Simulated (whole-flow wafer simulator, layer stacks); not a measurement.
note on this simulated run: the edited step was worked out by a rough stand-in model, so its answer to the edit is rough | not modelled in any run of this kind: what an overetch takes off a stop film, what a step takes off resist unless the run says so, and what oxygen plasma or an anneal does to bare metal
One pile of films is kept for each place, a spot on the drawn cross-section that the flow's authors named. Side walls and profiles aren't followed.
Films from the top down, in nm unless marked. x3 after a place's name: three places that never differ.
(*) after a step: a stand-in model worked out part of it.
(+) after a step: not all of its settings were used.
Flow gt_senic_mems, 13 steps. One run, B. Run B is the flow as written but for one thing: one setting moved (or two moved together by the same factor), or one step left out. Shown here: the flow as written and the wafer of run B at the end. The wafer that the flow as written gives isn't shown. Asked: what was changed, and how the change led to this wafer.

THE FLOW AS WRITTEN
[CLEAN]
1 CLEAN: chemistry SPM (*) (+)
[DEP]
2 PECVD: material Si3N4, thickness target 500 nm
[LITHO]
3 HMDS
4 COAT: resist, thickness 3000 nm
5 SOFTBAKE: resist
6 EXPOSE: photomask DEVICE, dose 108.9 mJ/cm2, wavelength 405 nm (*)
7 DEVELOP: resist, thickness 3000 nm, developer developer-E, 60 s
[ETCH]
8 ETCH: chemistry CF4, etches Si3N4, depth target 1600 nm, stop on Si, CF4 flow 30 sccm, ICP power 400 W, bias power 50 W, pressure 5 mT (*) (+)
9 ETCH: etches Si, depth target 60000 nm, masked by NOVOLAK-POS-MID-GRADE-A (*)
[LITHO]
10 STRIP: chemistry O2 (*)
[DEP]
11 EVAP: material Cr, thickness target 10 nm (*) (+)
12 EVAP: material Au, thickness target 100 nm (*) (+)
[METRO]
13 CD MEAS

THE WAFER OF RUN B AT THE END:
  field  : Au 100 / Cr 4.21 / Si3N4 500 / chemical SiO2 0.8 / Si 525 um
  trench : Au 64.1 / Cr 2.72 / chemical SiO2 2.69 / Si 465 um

The cause: step 11, EVAP: thickness target 4.21 nm was run, where the flow has thickness target 10 nm.
It can be read off the wafer: field has Cr 4.21, and step 11 as written asks for 10 nm.

How the change led to this, step by step:
  11 EVAP: material Cr, thickness target 10 nm (*) (+)
      field: Cr +4.21 (new film) (as written it would be: Cr +10 (new film))
      trench: Cr +2.72 (new film) (as written it would be: Cr +6.45 (new film))
